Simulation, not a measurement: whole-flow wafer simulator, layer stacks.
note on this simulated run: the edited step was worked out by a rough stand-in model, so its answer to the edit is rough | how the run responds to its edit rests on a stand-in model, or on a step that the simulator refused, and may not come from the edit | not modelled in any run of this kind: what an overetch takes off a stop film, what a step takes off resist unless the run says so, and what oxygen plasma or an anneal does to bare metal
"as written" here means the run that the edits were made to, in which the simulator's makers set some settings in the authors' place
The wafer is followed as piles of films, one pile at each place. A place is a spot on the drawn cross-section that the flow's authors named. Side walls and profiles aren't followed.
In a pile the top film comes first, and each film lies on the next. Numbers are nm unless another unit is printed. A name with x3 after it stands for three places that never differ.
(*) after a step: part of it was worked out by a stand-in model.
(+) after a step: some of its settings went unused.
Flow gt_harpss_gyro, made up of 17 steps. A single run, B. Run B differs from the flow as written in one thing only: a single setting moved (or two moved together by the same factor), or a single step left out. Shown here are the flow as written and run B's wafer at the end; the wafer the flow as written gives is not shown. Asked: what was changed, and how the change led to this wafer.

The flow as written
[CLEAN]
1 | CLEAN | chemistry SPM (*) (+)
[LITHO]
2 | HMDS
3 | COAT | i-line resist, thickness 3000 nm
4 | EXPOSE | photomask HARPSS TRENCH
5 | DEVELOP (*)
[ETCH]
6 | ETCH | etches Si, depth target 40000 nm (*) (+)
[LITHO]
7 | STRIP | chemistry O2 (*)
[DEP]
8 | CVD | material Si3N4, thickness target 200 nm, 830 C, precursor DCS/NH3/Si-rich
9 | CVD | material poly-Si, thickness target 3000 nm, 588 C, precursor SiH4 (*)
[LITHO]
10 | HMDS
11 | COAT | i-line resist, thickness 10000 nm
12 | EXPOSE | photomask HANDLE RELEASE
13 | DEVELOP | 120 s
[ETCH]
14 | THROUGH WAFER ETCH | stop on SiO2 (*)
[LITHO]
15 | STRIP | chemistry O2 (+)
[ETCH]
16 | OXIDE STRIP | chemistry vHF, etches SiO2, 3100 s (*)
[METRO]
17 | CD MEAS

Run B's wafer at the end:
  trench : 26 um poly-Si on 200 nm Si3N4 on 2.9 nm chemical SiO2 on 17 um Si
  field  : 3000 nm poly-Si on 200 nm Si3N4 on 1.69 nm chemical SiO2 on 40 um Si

The reason: step 6, ETCH: depth target 23000 nm was run, while the flow as written has depth target 40000 nm.

How this came from the change, step by step:
  6 | ETCH | etches Si, depth target 40000 nm (*) (+)
      trench: chemical SiO2 loses 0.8 (all of it), Si loses 23 um (as written it would have been: chemical SiO2 loses 0.8 (all of it), Si loses 40 um (all of it))
      field: i-line resist loses 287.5 (as written it would have been: i-line resist loses 500)
  7 | STRIP | chemistry O2 (*)
      trench: chemical SiO2 gains 2.9 (new film), Si loses 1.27 (as written it would have been: nothing)
      field: i-line resist loses 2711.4 (all of it), chemical SiO2 gains 0.89, Si loses 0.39 (as written it would have been: i-line resist loses 2498.9 (all of it), chemical SiO2 gains 0.87, Si loses 0.38)
  8 | CVD | material Si3N4, thickness target 200 nm, 830 C, precursor DCS/NH3/Si-rich
      trench: Si3N4 gains 200 (new film) (as written it would have been: Si3N4 gains 195.9 (new film))
  9 | CVD | material poly-Si, thickness target 3000 nm, 588 C, precursor SiH4 (*)
      trench: poly-Si gains 26 um (new film) (as written it would have been: poly-Si gains 43.01 um (new film))
